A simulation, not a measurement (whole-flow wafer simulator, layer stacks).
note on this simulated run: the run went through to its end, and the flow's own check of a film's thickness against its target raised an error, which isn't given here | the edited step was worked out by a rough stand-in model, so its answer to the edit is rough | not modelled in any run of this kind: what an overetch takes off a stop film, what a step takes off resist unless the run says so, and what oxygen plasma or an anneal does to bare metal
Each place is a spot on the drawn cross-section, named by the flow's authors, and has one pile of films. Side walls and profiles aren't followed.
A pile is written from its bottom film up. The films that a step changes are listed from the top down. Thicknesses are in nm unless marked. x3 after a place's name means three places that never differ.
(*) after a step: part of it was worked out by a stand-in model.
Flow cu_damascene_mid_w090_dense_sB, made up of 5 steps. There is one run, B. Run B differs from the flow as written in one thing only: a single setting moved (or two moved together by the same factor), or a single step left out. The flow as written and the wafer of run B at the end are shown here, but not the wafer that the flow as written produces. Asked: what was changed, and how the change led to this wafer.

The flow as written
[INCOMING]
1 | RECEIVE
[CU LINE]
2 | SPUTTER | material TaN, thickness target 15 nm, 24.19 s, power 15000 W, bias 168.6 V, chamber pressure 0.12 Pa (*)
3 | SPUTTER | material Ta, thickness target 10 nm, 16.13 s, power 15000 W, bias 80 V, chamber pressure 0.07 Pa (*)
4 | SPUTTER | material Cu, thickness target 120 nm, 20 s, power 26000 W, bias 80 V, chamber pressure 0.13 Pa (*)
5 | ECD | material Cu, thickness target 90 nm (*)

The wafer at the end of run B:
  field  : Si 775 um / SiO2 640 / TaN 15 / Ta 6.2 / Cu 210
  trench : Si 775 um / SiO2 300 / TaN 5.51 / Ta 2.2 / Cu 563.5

Cause: step 3, SPUTTER: thickness target 6.2 nm was run, whereas the flow has thickness target 10 nm; step 3, SPUTTER: 10.08 s was run, where the flow has 16.13 s.
The wafer itself shows it: field has Ta 6.2, and step 3 as written asks for 10 nm.

The path from the change to this, step by step:
  3 | SPUTTER | material Ta, thickness target 10 nm, 16.13 s, power 15000 W, bias 80 V, chamber pressure 0.07 Pa (*)
      field: +6.2 Ta (new film) (as written it would have been: +10 Ta (new film))
      trench: +2.2 Ta (new film) (as written it would have been: +3.55 Ta (new film))
